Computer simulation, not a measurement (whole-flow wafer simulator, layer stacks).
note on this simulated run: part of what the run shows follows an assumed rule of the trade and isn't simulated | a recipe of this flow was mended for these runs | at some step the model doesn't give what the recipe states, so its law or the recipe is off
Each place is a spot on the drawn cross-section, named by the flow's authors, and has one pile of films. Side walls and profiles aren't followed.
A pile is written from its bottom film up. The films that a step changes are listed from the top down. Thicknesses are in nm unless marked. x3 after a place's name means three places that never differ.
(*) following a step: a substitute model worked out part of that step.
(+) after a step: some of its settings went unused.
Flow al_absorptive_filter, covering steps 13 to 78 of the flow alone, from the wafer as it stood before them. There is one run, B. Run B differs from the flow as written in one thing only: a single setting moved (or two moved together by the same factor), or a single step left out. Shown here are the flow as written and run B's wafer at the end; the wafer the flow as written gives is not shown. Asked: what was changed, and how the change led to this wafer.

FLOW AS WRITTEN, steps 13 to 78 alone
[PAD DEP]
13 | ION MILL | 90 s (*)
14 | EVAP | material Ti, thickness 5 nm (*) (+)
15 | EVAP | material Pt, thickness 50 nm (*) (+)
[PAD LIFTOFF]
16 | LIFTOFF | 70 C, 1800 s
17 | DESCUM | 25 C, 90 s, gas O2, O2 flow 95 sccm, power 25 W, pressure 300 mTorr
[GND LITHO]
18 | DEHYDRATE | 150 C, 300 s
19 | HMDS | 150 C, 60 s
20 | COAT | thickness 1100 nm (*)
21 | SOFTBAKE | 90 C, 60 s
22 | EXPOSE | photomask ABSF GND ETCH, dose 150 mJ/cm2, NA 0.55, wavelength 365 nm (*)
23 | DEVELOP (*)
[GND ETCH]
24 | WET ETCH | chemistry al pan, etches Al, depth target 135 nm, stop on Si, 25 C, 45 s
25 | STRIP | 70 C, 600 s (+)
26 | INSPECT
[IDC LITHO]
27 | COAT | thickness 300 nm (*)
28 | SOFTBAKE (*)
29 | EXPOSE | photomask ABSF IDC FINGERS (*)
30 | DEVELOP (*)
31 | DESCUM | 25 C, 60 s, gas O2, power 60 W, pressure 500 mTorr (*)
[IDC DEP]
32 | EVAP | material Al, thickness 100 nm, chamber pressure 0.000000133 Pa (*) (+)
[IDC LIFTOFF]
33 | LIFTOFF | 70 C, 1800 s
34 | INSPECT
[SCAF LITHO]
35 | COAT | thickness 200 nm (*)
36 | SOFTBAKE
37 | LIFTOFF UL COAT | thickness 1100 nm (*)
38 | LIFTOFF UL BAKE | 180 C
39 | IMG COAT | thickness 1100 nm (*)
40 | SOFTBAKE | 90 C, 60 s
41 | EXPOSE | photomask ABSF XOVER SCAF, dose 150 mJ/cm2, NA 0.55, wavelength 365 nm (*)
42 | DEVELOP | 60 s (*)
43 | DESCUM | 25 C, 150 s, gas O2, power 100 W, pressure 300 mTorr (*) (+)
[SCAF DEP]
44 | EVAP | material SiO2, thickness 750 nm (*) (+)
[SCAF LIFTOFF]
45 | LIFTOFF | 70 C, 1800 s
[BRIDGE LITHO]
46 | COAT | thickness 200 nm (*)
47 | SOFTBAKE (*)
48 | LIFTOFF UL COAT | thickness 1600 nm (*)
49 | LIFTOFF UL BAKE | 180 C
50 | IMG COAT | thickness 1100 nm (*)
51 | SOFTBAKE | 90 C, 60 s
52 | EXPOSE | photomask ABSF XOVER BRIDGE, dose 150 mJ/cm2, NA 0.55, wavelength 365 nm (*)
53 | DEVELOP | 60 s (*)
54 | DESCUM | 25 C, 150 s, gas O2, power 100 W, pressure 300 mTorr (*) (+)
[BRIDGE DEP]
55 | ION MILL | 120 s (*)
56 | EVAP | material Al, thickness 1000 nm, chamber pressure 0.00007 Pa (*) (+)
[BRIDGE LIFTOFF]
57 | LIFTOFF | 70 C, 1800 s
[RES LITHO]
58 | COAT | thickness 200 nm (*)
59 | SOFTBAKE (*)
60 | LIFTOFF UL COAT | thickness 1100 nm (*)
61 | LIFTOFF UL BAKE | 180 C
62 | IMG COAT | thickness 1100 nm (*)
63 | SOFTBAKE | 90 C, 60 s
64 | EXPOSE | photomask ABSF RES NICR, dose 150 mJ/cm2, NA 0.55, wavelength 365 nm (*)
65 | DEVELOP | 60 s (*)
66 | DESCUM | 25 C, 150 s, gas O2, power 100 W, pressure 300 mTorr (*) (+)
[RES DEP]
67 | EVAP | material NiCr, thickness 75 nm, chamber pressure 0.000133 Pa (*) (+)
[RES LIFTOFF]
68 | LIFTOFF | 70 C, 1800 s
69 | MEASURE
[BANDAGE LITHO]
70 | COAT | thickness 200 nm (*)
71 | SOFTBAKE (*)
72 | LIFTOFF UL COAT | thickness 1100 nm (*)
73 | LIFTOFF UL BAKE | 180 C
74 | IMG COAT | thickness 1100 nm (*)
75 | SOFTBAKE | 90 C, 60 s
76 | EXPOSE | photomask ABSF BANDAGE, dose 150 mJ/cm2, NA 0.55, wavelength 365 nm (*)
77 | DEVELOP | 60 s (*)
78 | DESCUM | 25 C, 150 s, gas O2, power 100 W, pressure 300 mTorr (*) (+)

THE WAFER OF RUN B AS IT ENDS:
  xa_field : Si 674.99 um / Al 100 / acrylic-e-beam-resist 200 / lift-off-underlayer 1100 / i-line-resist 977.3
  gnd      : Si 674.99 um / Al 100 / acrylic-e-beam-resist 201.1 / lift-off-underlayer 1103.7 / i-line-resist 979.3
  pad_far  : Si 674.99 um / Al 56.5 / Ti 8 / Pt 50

Cause: step 14, EVAP: thickness 8 nm was run, though the flow has thickness 5 nm.
The wafer lets one read it off: pad_far has Ti 8, and step 14 as written asks for 5 nm.

The path from the change to this, step by step:
  14 | EVAP | material Ti, thickness 5 nm (*) (+)
      gnd, pad_far, pad_near and 11 more: Ti gains 8 (new film) (as written it would have been: Ti gains 5 (new film))
  16 | LIFTOFF | 70 C, 1800 s
      gnd, ledge, res and 9 more: Pt loses 50 (all of it), Ti loses 8 (all of it), i-line-resist loses 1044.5 (all of it), lift-off-underlayer loses 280 (all of it) (as written it would have been: Pt loses 50 (all of it), Ti loses 5 (all of it), i-line-resist loses 1044.5 (all of it), lift-off-underlayer loses 280 (all of it))
